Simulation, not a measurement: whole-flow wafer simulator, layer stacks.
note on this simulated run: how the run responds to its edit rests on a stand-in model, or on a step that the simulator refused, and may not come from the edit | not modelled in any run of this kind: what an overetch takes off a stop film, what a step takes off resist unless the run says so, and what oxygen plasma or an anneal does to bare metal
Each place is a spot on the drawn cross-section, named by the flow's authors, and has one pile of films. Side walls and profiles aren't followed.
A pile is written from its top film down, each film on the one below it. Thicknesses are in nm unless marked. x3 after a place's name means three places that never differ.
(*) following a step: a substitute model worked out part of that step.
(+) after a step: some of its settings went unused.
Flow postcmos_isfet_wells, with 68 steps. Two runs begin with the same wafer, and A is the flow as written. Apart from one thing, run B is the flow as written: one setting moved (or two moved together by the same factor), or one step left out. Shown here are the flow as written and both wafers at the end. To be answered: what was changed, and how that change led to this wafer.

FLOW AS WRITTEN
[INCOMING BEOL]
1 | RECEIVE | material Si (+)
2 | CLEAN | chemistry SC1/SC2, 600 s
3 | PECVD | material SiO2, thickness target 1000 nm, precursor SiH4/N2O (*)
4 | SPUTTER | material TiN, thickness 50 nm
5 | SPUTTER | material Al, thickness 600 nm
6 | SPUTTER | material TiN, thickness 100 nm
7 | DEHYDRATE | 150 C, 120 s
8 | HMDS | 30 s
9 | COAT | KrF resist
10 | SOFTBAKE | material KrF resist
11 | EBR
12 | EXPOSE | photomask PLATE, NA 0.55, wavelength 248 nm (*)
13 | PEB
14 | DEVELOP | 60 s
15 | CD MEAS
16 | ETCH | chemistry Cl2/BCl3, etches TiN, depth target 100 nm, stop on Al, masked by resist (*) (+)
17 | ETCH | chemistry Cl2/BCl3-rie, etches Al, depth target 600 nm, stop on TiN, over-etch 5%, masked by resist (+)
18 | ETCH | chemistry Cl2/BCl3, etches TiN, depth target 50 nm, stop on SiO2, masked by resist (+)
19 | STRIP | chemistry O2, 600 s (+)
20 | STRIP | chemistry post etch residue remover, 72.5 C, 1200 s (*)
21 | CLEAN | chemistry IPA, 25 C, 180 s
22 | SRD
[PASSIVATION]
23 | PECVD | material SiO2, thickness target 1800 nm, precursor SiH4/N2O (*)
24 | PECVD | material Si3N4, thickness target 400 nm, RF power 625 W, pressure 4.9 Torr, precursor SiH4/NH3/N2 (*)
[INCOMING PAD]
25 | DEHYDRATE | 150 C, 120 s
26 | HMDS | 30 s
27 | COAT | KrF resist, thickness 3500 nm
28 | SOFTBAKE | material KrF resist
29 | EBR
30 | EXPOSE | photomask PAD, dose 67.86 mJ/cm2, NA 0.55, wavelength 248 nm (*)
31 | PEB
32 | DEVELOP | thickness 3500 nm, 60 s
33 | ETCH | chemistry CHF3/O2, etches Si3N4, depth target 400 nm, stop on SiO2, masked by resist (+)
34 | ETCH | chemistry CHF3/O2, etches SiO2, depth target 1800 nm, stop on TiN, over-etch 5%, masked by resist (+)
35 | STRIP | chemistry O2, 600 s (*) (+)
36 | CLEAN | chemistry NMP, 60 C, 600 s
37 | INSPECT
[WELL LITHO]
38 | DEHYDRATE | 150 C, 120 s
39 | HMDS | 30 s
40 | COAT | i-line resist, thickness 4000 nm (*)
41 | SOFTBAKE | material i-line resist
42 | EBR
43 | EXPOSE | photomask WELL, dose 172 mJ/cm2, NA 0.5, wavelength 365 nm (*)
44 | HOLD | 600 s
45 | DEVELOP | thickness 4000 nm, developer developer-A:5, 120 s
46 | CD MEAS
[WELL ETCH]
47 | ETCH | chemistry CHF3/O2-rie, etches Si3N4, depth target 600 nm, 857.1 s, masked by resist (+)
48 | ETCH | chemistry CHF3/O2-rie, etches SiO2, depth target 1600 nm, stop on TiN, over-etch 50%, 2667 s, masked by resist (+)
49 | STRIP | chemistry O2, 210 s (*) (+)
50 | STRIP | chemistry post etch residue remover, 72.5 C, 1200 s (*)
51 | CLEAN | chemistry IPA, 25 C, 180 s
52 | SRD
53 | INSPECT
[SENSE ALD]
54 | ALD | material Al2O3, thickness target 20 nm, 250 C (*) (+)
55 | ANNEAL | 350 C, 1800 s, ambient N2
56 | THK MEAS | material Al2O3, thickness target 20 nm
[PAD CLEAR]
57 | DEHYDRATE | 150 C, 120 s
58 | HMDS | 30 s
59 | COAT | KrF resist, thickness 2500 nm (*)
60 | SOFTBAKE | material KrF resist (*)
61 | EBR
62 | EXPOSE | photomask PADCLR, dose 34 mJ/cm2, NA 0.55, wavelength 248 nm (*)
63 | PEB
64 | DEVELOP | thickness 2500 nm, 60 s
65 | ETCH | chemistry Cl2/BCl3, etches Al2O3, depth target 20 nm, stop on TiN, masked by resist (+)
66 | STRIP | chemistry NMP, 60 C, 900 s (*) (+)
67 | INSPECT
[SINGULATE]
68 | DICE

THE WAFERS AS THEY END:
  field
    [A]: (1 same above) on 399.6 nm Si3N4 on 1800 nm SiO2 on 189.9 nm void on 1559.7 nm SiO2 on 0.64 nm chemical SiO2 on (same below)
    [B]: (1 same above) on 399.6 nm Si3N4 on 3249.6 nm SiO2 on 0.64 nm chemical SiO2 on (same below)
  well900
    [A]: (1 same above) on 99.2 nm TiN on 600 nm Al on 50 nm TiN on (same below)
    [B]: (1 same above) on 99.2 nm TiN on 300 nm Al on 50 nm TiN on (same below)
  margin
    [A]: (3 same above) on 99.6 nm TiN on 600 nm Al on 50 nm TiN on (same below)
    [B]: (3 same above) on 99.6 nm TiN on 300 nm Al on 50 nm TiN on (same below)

What caused this: step 5, SPUTTER: thickness 300 nm was run, while the flow as written has thickness 600 nm.
The wafer itself shows it: well900 has Al 300, and step 5 as written asks for 600 nm.

Step by step, how the change led to this:
  5 | SPUTTER | material Al, thickness 600 nm
      field, margin, well900 and 6 more: A +600 Al (new film) | B +300 Al (new film)
  17 | ETCH | chemistry Cl2/BCl3-rie, etches Al, depth target 600 nm, stop on TiN, over-etch 5%, masked by resist (+)
      margin, well900, well1300, well2000, well3000, pad_rim, pad_clr, pad_open: A -300 KrF resist | B -157.5 KrF resist
      field: A -600 Al (all of it) | B -300 Al (all of it)
  19 | STRIP | chemistry O2, 600 s (+)
      margin, well900, well1300, well2000, well3000, pad_rim, pad_clr, pad_open: A -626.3 KrF resist (all of it) | B -768.8 KrF resist (all of it)
  23 | PECVD | material SiO2, thickness target 1800 nm, precursor SiH4/N2O (*)
      field: A +1800 SiO2 (new film), +189.9 void (new film), +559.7 SiO2 | B +2249.6 SiO2
